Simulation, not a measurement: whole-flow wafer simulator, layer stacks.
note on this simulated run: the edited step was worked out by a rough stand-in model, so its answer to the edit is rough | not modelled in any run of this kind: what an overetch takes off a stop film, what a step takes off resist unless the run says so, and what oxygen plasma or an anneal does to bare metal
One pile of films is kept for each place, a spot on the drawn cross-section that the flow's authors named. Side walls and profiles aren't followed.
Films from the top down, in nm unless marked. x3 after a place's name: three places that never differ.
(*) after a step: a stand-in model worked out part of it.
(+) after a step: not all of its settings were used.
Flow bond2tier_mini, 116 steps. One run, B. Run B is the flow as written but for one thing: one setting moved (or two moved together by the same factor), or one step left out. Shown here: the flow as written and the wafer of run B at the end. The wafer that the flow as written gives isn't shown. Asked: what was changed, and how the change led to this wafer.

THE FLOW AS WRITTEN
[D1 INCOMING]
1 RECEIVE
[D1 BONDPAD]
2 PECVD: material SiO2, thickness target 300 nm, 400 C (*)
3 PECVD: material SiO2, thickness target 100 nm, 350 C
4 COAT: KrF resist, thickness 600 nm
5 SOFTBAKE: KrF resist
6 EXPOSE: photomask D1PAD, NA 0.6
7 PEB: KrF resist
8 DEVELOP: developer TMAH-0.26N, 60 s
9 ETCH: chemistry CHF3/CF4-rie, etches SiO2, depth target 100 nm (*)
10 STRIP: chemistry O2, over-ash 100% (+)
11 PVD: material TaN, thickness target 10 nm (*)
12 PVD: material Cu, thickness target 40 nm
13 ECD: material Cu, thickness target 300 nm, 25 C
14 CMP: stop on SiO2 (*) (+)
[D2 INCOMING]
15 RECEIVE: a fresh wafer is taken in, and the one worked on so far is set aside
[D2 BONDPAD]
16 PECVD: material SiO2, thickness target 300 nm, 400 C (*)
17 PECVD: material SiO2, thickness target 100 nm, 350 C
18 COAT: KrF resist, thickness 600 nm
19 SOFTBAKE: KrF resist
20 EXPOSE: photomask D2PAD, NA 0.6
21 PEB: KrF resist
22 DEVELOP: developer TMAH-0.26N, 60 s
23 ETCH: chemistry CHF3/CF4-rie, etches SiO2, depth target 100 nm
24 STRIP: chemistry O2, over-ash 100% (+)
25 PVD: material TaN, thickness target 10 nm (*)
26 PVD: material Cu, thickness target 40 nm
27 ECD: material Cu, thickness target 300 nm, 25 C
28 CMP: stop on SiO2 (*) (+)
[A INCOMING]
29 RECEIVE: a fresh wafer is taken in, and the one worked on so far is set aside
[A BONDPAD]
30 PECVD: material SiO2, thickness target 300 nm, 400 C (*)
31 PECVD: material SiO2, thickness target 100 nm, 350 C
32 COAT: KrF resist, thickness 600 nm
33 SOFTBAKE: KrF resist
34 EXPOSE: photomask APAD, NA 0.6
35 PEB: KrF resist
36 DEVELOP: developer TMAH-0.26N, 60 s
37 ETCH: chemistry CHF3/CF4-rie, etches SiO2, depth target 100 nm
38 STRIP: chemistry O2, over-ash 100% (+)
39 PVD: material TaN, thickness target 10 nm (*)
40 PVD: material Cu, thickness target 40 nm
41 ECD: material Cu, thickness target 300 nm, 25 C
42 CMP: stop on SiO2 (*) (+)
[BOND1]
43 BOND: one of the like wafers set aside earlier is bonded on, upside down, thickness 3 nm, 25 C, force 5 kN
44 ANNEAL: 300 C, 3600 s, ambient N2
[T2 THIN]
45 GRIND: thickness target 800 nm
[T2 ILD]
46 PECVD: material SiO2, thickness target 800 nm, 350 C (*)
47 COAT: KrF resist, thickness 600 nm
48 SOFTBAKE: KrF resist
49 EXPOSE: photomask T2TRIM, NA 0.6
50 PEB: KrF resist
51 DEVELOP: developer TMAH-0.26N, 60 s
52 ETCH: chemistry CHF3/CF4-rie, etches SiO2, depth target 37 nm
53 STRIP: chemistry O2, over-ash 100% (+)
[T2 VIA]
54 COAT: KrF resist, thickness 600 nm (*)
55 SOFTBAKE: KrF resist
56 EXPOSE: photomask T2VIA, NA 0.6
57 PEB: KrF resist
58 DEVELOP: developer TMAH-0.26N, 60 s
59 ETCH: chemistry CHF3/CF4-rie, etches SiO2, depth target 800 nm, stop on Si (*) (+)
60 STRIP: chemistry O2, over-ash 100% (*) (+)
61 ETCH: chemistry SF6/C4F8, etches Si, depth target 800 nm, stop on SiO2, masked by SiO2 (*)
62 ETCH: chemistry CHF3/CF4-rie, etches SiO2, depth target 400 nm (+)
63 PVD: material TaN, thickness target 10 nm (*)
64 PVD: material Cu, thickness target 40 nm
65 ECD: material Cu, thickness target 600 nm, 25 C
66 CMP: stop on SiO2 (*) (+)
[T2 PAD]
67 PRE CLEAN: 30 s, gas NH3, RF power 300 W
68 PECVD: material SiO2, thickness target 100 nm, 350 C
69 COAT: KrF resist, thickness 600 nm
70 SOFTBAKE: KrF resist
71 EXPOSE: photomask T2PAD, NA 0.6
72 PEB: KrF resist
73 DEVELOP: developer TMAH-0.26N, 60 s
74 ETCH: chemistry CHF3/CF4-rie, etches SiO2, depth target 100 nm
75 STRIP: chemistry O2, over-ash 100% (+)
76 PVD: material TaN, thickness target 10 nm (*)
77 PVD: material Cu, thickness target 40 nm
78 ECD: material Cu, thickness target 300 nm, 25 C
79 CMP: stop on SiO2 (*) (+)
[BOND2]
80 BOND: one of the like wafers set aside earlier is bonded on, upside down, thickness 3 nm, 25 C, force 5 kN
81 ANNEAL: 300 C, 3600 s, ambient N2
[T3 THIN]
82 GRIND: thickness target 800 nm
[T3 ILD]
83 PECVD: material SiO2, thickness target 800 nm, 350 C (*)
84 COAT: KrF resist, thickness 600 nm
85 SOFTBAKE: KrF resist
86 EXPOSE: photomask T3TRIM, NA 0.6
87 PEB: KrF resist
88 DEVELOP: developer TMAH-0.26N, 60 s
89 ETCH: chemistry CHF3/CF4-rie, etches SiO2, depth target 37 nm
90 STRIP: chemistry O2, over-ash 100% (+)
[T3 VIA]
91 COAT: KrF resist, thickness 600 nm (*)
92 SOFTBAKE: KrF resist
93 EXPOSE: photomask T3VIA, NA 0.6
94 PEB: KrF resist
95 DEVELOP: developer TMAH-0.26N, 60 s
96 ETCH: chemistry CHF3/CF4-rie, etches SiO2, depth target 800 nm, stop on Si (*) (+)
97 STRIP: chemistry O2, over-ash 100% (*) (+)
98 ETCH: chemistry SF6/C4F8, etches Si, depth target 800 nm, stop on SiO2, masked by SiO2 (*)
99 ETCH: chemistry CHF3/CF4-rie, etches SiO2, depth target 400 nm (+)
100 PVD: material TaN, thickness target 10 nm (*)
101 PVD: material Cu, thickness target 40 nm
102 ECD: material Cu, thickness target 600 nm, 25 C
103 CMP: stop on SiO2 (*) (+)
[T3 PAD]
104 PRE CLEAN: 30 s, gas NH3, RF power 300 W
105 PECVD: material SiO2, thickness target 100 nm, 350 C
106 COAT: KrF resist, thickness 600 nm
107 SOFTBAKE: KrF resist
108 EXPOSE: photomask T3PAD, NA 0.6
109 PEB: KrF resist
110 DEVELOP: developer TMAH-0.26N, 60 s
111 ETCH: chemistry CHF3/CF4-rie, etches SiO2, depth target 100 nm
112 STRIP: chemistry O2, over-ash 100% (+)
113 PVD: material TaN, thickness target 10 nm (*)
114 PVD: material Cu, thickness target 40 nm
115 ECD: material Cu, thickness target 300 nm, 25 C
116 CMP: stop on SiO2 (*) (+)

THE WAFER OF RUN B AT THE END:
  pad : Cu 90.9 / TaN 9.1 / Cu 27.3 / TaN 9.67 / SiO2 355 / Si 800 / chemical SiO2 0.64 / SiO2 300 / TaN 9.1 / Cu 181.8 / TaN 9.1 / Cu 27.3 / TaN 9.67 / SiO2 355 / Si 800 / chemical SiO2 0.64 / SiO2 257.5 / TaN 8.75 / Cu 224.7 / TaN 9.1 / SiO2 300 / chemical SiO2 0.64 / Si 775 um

The cause: step 9, ETCH: depth target 142.5 nm was run, where the flow has depth target 100 nm.

How the change led to this, step by step:
  9 ETCH: chemistry CHF3/CF4-rie, etches SiO2, depth target 100 nm (*)
      pad, via: SiO2 -142.5 (as written it would be: SiO2 -100)
      field: KrF resist -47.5 (as written it would be: KrF resist -33.3)
  10 STRIP: chemistry O2, over-ash 100% (+)
      field: KrF resist -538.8 (all of it) (as written it would be: KrF resist -552.9 (all of it))
  12 PVD: material Cu, thickness target 40 nm
      pad: Cu +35 (new film) (as written it would be: Cu +36.4 (new film))
  13 ECD: material Cu, thickness target 300 nm, 25 C
      pad: Cu +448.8 (as written it would be: Cu +404.5)
      via: Cu +443 (as written it would be: Cu +400.2)
  43 BOND: one of the like wafers set aside earlier is bonded on, upside down, thickness 3 nm, 25 C, force 5 kN
      pad: Si +775 um (new film), chemical SiO2 +0.64 (new film), SiO2 +257.5 (new film), TaN +8.75 (new film), Cu +133.8 (as written it would be: Si +775 um (new film), chemical SiO2 +0.64 (new film), SiO2 +300 (new film), TaN +9.1 (new film), Cu +90.9)
      via: Si +775 um (new film), chemical SiO2 +0.64 (new film), SiO2 +257.5 (new film), TaN +9.92 (new film), Cu +132.6 (as written it would be: Si +775 um (new film), chemical SiO2 +0.64 (new film), SiO2 +300 (new film), TaN +9.97 (new film), Cu +90)
